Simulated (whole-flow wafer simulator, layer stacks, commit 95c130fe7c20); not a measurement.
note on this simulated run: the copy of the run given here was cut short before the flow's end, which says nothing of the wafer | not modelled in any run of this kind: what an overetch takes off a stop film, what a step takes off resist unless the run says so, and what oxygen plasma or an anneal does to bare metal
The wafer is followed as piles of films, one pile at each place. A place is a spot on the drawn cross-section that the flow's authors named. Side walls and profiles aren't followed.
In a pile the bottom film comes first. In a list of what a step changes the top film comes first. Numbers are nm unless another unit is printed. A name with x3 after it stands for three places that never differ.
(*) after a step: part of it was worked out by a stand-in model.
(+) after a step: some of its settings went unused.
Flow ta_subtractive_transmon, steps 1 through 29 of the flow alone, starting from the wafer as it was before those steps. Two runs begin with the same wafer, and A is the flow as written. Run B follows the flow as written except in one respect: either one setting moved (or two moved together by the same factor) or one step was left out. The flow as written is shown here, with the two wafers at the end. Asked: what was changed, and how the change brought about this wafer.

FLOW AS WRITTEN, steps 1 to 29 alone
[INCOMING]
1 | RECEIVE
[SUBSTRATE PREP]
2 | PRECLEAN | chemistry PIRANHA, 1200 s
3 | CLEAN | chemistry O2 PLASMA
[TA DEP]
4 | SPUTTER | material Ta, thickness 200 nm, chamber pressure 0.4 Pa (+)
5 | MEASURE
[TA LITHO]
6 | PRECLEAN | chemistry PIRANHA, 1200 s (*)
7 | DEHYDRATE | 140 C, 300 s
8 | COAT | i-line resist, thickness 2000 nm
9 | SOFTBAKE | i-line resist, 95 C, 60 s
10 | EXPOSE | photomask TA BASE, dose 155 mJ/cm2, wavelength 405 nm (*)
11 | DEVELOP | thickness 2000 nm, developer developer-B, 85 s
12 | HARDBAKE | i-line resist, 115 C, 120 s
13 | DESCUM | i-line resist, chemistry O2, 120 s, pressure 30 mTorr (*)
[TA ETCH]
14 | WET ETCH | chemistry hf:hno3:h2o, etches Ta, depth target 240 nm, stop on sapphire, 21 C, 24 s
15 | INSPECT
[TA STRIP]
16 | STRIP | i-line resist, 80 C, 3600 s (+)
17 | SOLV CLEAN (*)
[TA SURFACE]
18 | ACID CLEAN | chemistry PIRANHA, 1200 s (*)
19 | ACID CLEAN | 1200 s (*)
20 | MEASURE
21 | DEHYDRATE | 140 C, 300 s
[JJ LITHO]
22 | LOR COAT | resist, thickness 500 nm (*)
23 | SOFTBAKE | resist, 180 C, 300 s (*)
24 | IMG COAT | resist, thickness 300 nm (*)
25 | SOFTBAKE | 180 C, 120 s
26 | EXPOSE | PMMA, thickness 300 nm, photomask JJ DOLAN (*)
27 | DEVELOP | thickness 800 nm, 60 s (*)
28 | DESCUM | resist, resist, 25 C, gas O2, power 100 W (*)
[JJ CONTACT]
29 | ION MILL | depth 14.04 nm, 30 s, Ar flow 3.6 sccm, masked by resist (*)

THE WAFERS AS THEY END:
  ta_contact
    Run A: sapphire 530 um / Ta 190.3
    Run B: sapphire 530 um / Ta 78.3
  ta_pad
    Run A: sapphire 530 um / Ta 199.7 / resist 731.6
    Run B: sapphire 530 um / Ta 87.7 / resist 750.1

What caused this: step 4, SPUTTER: thickness 88 nm was run, though the flow has thickness 200 nm.

The path from the change to this, step by step:
  4 | SPUTTER | material Ta, thickness 200 nm, chamber pressure 0.4 Pa (+)
      field x2, jj_line, lead, ta_contact, ta_pad: A Ta gains 200 (new film) | B Ta gains 88 (new film)
  14 | WET ETCH | chemistry hf:hno3:h2o, etches Ta, depth target 240 nm, stop on sapphire, 21 C, 24 s
      field x2, jj_line, lead: A Ta loses 200 (all of it) | B Ta loses 88 (all of it)
  22 | LOR COAT | resist, thickness 500 nm (*)
      lead: A resist gains 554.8 (new film) | B resist gains 525.1 (new film)
      ta_contact: A resist gains 443.8 (new film) | B resist gains 474 (new film)
  24 | IMG COAT | resist, thickness 300 nm (*)
      lead: A resist gains 312.6 | B resist gains 305.5
      ta_contact: A resist gains 287.4 | B resist gains 294.6
      (as well as at 1 more place)
  27 | DEVELOP | thickness 800 nm, 60 s (*)
      lead: A resist loses 867.4 (all of it) | B resist loses 830.6 (all of it)
      ta_contact: A resist loses 731.2 (all of it) | B resist loses 768.7 (all of it)
